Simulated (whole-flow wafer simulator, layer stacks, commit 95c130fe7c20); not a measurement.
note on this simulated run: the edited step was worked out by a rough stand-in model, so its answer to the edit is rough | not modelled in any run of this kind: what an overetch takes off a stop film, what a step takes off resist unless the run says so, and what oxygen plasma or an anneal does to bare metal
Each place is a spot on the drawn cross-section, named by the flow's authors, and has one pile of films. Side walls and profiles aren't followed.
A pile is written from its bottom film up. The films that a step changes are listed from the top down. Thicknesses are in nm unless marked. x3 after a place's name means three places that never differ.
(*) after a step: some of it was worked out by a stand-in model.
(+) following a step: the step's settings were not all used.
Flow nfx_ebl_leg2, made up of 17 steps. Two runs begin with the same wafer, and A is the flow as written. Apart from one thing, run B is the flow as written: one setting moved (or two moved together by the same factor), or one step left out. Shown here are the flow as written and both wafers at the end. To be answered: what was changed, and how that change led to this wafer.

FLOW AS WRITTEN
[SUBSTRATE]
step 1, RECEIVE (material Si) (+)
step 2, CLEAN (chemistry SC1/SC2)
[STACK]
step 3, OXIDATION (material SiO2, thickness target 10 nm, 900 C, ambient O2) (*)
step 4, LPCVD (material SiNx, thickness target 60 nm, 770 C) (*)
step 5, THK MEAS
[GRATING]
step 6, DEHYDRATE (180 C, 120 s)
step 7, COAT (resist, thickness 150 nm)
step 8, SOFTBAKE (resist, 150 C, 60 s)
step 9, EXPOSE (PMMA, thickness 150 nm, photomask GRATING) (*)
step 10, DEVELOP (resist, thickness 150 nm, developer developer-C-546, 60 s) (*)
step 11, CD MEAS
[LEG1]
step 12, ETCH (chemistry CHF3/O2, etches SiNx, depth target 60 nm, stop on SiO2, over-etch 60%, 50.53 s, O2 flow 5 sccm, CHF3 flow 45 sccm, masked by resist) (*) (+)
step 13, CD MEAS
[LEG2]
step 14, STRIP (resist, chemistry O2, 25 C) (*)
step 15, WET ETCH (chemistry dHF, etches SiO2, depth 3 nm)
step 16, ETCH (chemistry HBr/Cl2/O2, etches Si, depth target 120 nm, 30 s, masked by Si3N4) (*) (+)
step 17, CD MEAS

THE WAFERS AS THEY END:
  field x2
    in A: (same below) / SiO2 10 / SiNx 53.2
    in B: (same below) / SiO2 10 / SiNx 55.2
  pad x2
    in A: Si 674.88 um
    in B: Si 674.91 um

What caused this: step 16, ETCH: depth target 84 nm was run, whereas the flow has depth target 120 nm; step 16, ETCH: 21 s was run, where the flow has 30 s.

The path from the change to this, step by step:
  step 16, ETCH (chemistry HBr/Cl2/O2, etches Si, depth target 120 nm, 30 s, masked by Si3N4) (*) (+)
      field x2: A SiNx loses 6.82 | B SiNx loses 4.77
      pad x2: A Si loses 120 | B Si loses 84
